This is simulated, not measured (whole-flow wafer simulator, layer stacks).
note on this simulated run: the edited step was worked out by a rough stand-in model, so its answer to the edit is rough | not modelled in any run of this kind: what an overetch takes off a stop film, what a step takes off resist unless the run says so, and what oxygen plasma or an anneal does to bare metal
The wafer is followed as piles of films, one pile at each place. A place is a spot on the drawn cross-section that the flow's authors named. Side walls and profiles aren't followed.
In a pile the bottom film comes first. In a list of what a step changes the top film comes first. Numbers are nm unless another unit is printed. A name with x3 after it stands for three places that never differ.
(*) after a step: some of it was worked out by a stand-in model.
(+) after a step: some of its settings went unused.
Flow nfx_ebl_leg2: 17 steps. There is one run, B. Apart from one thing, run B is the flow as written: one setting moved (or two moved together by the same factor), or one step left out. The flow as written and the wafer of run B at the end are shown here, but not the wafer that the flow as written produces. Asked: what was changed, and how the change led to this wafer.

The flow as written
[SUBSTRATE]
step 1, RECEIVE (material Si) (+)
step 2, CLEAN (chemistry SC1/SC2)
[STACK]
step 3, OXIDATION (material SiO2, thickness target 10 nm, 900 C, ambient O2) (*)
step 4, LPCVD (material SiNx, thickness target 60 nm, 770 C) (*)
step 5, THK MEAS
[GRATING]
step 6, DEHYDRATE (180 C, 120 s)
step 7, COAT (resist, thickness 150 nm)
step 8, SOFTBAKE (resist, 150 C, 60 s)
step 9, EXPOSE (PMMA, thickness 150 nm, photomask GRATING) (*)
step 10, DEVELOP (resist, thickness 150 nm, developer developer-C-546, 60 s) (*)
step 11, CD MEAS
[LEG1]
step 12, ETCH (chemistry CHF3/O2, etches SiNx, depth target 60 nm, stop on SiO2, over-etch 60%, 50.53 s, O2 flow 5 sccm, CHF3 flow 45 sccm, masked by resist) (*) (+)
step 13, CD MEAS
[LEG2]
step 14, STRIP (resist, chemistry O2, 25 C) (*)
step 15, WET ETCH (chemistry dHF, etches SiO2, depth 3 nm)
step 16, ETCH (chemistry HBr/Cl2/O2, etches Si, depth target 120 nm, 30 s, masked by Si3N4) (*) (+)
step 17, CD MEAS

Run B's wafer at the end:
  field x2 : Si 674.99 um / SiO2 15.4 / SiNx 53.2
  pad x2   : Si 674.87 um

Cause: step 3, OXIDATION: 945 C was run, though the flow has 900 C.

Step by step, how the change led to this:
  step 3, OXIDATION (material SiO2, thickness target 10 nm, 900 C, ambient O2) (*)
      field x2, pad x2: +15.4 SiO2 (new film), -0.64 chemical SiO2 (all of it), -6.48 Si (in the flow as written it would be: +10 SiO2 (new film), -0.64 chemical SiO2 (all of it), -4.12 Si)
  step 12, ETCH (chemistry CHF3/O2, etches SiNx, depth target 60 nm, stop on SiO2, over-etch 60%, 50.53 s, O2 flow 5 sccm, CHF3 flow 45 sccm, masked by resist) (*) (+)
      pad x2: -60 SiNx (all of it), -15.4 SiO2 (all of it) (in the flow as written it would be: -60 SiNx (all of it), -10 SiO2 (all of it))
